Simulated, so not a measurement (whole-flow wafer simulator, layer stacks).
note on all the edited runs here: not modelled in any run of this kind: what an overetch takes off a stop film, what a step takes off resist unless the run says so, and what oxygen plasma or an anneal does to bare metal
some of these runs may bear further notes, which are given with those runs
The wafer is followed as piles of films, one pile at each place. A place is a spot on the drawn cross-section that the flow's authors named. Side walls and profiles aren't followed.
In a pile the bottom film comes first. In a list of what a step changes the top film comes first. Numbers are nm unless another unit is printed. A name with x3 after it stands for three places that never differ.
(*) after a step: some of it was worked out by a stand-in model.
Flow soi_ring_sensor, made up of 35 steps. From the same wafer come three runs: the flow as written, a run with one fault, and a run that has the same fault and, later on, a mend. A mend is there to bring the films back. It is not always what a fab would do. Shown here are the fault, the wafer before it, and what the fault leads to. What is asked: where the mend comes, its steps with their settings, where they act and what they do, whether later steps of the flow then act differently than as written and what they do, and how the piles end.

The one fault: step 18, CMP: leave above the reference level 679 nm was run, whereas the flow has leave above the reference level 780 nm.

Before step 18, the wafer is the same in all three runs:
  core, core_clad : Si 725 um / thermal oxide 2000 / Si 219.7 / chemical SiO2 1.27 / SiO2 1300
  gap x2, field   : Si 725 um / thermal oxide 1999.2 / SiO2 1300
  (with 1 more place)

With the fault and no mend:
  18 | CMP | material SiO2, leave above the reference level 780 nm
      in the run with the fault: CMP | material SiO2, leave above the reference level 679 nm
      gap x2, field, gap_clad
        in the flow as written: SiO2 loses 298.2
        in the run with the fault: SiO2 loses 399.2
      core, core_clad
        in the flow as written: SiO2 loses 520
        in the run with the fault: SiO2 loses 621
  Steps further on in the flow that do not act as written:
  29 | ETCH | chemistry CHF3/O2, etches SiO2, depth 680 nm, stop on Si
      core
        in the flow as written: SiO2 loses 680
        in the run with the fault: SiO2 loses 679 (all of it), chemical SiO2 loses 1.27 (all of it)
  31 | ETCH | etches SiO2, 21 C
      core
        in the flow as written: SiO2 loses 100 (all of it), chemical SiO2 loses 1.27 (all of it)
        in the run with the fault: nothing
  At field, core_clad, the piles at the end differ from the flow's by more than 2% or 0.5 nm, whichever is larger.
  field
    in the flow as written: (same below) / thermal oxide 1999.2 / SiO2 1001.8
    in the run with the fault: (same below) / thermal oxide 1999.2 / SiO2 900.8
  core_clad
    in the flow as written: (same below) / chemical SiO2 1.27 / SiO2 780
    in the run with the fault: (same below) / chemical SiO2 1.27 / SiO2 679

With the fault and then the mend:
  The mend stands after step 19.
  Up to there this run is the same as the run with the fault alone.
  19a | HDPCVD | material SiO2, thickness target 101 nm, 350 C (*) (the flow's step 17 again, with other settings)
      core, gap x2, field, core_clad, gap_clad
        SiO2 gains 101
  Every later step of the flow that is run acts as written at every place that is followed.
  At every place that both follow, the piles at the end match the flow's.
